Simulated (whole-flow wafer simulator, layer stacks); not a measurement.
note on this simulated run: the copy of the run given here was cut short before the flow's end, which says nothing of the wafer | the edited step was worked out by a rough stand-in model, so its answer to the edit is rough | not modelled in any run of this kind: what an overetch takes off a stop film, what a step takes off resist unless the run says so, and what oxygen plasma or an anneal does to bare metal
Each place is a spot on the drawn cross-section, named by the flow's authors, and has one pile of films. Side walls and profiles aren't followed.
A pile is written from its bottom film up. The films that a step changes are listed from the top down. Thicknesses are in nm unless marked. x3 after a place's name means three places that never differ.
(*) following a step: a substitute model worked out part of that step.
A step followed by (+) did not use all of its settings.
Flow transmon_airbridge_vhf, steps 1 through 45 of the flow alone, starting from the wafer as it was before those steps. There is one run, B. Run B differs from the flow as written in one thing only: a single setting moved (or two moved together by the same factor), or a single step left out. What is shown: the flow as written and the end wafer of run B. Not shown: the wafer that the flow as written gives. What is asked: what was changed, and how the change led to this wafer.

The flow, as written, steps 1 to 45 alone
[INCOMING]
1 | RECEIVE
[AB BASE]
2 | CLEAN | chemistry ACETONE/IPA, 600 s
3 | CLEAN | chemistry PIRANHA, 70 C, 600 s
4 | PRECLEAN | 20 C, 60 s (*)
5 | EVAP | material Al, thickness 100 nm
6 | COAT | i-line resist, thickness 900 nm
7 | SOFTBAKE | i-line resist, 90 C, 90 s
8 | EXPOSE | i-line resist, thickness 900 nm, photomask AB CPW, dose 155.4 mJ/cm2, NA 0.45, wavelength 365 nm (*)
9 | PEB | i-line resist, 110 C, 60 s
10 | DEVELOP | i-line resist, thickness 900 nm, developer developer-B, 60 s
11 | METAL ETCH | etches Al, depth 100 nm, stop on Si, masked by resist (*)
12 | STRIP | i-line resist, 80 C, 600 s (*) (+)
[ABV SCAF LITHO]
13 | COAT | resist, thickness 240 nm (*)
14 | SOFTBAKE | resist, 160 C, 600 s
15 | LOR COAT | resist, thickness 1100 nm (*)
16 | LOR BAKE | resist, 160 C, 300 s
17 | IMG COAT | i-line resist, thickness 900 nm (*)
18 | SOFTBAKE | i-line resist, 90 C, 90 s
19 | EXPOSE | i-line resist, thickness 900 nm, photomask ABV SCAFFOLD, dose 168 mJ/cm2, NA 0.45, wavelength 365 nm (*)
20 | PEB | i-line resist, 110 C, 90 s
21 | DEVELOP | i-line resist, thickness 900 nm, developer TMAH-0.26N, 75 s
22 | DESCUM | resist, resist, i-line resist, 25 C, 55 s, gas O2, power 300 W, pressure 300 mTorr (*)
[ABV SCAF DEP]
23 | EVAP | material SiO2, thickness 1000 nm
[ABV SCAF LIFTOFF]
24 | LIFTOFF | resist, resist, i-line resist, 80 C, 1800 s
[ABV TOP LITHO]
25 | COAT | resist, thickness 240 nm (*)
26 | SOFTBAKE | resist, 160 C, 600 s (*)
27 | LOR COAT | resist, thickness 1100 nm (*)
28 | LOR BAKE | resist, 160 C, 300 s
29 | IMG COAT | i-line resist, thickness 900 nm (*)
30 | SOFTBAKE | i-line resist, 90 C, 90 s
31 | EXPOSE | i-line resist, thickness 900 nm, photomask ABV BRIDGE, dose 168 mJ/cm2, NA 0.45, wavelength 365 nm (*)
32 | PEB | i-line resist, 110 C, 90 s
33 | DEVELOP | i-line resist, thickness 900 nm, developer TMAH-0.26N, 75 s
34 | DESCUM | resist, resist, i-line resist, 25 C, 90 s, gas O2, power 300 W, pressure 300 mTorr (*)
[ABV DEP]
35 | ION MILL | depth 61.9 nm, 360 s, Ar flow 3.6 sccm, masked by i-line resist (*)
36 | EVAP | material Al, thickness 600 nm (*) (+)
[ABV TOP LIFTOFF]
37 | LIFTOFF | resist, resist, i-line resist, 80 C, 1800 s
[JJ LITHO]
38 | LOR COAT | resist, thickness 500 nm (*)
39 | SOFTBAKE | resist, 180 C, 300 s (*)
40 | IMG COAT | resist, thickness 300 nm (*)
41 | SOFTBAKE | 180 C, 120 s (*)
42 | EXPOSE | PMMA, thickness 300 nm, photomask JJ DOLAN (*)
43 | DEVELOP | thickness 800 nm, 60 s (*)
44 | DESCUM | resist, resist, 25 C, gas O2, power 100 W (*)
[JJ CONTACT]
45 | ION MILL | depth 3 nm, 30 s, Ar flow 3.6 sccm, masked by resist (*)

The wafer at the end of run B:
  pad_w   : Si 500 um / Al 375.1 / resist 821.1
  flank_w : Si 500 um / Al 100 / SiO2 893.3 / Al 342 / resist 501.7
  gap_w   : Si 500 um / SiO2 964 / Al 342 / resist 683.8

What caused this: step 36, EVAP: thickness 342 nm was run, whereas the flow has thickness 600 nm.
The wafer itself shows it: flank_w has Al 342, and step 36 as written asks for 600 nm.

The path from the change to this, step by step:
  36 | EVAP | material Al, thickness 600 nm (*) (+)
      field x3, jj_line, ground_far and 10 more: +342 Al (new film) (it would be, as written: +600 Al (new film))
      pad_w, pad_e: +337 Al (it would be, as written: +591.2 Al)
  37 | LIFTOFF | resist, resist, i-line resist, 80 C, 1800 s
      field x3, jj_line, trace_open_s x2: -342 Al (all of it), -600 i-line resist (all of it), -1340 resist (all of it) (it would be, as written: -600 Al (all of it), -600 i-line resist (all of it), -1340 resist (all of it))
      margin_s, margin_n: -342 Al (all of it), -318.3 i-line resist (all of it), -992 resist (all of it) (it would be, as written: -600 Al (all of it), -318.3 i-line resist (all of it), -992 resist (all of it))
      (as well as at 1 more place)
  38 | LOR COAT | resist, thickness 500 nm (*)
      pad_w, pad_e: +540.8 resist (new film) (it would be, as written: +517 resist (new film))
      gap_w, gap_e: +461.2 resist (new film) (it would be, as written: +450.7 resist (new film))
      (as well as at 4 more places)
  40 | IMG COAT | resist, thickness 300 nm (*)
      pad_w, pad_e: +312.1 resist (it would be, as written: +300.1 resist)
      flank_w, flank_e: +220.9 resist (it would be, as written: +212.1 resist)
      (as well as at 4 more places)
